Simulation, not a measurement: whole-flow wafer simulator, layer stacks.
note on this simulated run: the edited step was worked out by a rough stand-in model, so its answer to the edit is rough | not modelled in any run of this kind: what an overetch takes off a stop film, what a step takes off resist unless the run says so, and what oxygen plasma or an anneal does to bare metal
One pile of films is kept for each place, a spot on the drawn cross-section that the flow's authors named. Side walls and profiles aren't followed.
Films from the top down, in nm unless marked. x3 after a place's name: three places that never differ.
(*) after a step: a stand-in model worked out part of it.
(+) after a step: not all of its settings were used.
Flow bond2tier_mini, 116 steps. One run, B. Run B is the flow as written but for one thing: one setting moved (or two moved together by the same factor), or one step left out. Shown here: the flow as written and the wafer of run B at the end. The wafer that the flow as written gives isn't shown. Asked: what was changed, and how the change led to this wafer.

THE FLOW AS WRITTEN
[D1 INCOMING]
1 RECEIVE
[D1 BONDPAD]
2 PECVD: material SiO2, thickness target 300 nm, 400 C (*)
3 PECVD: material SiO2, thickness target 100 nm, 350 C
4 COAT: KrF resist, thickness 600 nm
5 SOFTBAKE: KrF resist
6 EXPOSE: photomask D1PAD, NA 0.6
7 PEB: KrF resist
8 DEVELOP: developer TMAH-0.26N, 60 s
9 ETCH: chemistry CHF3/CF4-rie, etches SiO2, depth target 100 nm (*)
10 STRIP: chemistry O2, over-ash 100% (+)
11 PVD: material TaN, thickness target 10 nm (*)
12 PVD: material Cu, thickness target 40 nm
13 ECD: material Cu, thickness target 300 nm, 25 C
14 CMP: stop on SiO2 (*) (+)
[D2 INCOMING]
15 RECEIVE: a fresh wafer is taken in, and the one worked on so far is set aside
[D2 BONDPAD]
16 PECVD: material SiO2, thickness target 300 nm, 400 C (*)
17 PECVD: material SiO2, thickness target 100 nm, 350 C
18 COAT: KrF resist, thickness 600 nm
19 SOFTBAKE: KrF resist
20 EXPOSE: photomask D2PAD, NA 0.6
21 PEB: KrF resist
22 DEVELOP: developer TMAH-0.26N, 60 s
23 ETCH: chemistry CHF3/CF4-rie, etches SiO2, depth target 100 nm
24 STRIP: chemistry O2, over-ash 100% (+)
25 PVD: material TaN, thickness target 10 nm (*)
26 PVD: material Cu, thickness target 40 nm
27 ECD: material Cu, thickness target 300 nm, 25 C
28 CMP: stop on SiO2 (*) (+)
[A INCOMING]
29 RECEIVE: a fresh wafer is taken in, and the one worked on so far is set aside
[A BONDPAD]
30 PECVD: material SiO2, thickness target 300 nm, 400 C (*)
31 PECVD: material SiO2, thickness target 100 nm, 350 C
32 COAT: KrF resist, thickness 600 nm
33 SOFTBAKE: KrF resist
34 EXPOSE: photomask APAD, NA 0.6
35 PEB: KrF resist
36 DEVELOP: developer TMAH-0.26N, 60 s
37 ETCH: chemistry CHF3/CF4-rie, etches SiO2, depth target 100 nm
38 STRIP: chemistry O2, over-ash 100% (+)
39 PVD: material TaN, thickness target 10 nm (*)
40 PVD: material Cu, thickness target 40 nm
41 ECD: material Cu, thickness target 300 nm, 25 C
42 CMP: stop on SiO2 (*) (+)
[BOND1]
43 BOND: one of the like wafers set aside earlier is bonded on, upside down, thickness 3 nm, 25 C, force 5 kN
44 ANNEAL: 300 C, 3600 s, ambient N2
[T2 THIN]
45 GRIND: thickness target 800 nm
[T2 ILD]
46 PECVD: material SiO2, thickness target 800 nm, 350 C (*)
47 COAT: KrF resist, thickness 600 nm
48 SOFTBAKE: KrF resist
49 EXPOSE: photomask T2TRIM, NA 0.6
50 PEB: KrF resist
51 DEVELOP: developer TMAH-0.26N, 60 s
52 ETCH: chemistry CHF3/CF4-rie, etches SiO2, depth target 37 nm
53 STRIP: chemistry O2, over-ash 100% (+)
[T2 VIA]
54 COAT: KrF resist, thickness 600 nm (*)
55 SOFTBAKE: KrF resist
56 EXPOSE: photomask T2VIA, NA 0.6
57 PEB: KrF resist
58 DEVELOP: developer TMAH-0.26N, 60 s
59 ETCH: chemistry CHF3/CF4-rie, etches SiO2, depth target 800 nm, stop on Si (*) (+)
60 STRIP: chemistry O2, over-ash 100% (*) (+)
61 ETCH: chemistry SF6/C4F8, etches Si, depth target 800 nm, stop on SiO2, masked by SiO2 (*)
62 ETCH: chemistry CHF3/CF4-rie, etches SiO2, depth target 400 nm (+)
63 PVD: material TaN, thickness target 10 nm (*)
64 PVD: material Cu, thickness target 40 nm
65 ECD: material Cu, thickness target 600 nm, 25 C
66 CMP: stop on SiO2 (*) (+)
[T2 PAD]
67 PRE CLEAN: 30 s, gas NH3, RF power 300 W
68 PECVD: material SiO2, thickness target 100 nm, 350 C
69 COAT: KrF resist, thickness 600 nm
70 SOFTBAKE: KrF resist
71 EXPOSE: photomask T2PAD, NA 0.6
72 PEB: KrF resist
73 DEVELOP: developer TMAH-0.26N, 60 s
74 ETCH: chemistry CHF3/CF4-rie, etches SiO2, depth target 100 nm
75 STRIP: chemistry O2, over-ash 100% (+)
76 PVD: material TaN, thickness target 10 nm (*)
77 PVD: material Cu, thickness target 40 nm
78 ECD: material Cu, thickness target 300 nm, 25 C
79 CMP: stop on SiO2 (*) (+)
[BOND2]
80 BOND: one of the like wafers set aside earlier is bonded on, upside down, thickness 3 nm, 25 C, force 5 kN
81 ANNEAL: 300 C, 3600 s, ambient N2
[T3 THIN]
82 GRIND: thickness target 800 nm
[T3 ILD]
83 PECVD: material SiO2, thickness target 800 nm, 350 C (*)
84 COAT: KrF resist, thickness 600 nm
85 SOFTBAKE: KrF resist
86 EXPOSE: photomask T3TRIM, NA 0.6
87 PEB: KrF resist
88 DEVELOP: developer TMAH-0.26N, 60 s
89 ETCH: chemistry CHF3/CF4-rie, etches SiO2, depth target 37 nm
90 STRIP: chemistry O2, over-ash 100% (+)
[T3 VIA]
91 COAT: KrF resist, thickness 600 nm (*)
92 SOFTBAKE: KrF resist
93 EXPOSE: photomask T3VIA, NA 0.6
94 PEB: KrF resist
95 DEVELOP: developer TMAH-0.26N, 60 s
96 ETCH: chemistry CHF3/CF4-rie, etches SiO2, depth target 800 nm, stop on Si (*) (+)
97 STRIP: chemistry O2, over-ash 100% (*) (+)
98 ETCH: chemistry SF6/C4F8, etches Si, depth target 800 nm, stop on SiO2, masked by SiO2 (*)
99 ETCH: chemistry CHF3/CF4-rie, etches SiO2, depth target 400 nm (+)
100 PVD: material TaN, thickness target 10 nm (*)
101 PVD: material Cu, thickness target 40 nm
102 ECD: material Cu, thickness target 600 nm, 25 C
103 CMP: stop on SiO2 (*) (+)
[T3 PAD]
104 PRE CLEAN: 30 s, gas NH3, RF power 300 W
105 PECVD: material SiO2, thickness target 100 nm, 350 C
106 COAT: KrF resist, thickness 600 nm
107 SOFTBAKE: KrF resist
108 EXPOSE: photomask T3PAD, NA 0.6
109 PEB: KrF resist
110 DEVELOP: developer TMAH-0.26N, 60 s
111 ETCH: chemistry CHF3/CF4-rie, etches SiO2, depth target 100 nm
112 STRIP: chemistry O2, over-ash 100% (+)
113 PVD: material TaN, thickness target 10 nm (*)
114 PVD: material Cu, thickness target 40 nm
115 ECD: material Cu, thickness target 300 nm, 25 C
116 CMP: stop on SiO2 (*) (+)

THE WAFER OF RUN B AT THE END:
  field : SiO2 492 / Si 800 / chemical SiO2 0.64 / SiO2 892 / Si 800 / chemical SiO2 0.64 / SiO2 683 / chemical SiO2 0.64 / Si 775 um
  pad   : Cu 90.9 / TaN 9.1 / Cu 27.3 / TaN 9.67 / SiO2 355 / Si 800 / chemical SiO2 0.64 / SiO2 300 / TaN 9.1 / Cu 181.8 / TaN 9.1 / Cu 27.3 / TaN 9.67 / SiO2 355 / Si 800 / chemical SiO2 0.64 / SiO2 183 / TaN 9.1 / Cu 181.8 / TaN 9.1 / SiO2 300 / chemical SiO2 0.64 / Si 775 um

The cause: step 2, PECVD: thickness target 183 nm was run, where the flow has thickness target 300 nm.
It can be read off the wafer: pad has SiO2 183, and step 2 as written asks for 300 nm.

How the change led to this, step by step:
  2 PECVD: material SiO2, thickness target 300 nm, 400 C (*)
      field, pad, via: SiO2 +183 (new film) (as written it would be: SiO2 +300 (new film))
  43 BOND: one of the like wafers set aside earlier is bonded on, upside down, thickness 3 nm, 25 C, force 5 kN
      field: Si +775 um (new film), chemical SiO2 +0.64 (new film), SiO2 +283 (as written it would be: Si +775 um (new film), chemical SiO2 +0.64 (new film), SiO2 +400)
      pad: Si +775 um (new film), chemical SiO2 +0.64 (new film), SiO2 +183 (new film), TaN +9.1 (new film), Cu +90.9 (as written it would be: Si +775 um (new film), chemical SiO2 +0.64 (new film), SiO2 +300 (new film), TaN +9.1 (new film), Cu +90.9)
      (and at 1 more place)
